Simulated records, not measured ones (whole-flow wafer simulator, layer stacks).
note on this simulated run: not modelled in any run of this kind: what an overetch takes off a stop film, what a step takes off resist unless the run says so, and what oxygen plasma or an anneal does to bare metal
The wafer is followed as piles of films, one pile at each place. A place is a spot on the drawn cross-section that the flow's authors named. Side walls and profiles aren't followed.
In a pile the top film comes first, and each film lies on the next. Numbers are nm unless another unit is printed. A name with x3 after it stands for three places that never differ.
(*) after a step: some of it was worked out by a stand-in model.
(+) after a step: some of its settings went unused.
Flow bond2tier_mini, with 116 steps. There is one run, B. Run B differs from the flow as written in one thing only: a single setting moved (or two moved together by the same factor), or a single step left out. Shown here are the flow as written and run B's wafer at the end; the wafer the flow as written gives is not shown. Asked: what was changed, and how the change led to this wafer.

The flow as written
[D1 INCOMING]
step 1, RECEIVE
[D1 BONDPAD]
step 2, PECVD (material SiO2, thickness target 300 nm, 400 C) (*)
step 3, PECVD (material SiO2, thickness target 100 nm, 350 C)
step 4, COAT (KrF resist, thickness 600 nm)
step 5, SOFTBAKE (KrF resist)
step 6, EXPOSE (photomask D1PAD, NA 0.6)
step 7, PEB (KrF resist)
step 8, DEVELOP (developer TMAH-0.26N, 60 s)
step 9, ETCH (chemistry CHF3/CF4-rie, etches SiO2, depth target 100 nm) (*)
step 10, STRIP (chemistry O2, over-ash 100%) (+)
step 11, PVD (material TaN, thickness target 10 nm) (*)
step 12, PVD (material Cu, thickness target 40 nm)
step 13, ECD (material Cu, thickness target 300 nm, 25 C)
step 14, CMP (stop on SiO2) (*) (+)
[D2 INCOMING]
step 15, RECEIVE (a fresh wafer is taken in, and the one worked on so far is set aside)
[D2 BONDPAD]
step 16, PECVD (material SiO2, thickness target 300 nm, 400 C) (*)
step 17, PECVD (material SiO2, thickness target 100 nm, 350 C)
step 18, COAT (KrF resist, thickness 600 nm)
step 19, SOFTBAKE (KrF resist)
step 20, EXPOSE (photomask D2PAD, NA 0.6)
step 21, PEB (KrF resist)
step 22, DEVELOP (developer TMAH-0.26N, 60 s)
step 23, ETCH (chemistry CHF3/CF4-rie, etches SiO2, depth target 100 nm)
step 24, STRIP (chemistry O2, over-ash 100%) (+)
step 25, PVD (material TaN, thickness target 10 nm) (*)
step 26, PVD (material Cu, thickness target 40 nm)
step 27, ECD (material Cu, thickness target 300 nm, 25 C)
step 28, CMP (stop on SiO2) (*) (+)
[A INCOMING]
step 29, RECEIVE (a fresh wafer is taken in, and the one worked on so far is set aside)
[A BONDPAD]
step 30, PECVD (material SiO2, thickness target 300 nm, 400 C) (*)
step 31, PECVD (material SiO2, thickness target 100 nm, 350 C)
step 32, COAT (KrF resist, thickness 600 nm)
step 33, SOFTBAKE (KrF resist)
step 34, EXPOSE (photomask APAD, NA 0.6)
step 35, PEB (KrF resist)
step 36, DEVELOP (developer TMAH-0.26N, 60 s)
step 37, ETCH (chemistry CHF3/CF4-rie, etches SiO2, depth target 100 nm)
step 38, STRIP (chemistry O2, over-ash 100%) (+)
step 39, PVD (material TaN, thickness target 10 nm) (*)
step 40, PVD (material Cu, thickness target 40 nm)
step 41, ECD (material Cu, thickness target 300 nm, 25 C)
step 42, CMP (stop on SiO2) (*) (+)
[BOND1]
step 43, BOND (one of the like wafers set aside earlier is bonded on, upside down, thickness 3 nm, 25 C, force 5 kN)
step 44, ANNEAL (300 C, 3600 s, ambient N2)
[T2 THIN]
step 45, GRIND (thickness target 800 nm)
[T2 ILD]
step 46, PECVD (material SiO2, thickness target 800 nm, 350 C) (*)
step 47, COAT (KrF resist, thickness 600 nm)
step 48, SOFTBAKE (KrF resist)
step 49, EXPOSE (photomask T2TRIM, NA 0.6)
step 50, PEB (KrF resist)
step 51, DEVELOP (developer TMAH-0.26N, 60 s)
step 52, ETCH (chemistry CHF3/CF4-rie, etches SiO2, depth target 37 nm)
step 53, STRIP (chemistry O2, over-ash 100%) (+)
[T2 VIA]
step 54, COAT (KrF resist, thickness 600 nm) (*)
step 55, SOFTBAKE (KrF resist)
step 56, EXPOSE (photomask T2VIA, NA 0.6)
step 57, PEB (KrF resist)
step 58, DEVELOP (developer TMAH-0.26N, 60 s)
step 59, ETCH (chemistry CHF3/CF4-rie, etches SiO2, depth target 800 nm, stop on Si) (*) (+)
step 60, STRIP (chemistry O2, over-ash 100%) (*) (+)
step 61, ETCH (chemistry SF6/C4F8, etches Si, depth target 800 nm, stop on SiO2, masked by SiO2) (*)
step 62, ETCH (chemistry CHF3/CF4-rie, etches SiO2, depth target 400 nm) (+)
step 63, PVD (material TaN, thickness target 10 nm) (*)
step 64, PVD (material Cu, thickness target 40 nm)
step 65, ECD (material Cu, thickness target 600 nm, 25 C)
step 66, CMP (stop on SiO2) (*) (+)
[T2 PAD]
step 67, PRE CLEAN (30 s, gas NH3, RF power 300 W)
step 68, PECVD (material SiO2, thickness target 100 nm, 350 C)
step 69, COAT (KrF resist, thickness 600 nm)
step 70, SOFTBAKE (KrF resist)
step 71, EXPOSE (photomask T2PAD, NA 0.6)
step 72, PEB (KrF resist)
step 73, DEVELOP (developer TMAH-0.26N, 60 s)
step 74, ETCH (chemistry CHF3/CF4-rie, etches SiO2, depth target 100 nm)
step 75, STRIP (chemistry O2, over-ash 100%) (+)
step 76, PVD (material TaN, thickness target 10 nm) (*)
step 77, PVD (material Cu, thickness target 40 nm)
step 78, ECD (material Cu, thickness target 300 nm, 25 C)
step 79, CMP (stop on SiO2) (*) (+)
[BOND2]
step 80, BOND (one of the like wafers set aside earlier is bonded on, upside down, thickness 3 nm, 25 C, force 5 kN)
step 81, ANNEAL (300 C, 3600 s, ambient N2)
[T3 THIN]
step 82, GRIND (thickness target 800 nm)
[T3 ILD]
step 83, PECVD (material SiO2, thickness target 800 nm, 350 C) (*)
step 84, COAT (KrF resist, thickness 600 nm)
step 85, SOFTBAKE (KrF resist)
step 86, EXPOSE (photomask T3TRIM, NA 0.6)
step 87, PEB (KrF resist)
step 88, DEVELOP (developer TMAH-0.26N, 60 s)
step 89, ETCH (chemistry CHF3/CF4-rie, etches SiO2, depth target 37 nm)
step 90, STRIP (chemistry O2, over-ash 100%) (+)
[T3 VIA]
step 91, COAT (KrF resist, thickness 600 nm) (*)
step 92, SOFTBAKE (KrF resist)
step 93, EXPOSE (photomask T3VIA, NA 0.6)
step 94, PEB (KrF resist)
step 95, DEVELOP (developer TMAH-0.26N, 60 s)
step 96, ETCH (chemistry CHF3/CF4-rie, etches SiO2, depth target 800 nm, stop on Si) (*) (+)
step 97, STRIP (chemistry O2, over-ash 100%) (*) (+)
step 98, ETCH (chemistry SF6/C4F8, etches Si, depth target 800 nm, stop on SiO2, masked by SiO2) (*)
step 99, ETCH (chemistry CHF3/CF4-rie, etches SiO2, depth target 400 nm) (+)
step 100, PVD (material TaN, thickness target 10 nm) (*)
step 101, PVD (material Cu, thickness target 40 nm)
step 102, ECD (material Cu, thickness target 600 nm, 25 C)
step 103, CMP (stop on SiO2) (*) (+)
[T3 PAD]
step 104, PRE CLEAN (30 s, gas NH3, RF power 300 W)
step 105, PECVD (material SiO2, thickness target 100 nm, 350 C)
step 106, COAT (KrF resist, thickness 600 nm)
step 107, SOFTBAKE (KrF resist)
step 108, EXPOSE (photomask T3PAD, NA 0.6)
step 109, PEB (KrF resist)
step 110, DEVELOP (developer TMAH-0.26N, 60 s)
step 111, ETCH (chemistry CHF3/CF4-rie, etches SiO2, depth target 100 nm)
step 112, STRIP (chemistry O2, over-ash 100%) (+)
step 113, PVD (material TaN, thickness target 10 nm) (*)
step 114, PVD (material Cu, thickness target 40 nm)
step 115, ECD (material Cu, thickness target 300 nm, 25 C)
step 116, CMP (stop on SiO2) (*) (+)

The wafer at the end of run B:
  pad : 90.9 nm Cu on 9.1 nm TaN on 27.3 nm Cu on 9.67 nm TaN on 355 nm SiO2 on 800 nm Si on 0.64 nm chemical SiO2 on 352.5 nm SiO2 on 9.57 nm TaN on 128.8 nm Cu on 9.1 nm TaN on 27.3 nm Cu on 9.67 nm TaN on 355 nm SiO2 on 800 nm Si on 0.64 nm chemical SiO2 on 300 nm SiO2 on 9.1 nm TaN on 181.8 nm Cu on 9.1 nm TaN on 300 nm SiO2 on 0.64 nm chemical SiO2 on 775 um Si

Cause: step 23, ETCH: depth target 47.5 nm was run, whereas the flow has depth target 100 nm.

How this came from the change, step by step:
  step 23, ETCH (chemistry CHF3/CF4-rie, etches SiO2, depth target 100 nm)
      pad, via: -47.5 SiO2 (it would be, as written: -100 SiO2)
      field: -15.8 KrF resist (it would be, as written: -33.3 KrF resist)
  step 24, STRIP (chemistry O2, over-ash 100%) (+)
      field: -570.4 KrF resist (all of it) (it would be, as written: -552.9 KrF resist (all of it))
  step 26, PVD (material Cu, thickness target 40 nm)
      pad: +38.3 Cu (new film) (it would be, as written: +36.4 Cu (new film))
  step 27, ECD (material Cu, thickness target 300 nm, 25 C)
      pad: +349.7 Cu (it would be, as written: +404.5 Cu)
      via: +347.5 Cu (it would be, as written: +400.2 Cu)
  step 80, BOND (one of the like wafers set aside earlier is bonded on, upside down, thickness 3 nm, 25 C, force 5 kN)
      pad: +775 um Si (new film), +0.64 chemical SiO2 (new film), +352.5 SiO2 (new film), +9.57 TaN (new film), +37.9 Cu (it would be, as written: +775 um Si (new film), +0.64 chemical SiO2 (new film), +300 SiO2 (new film), +9.1 TaN (new film), +90.9 Cu)
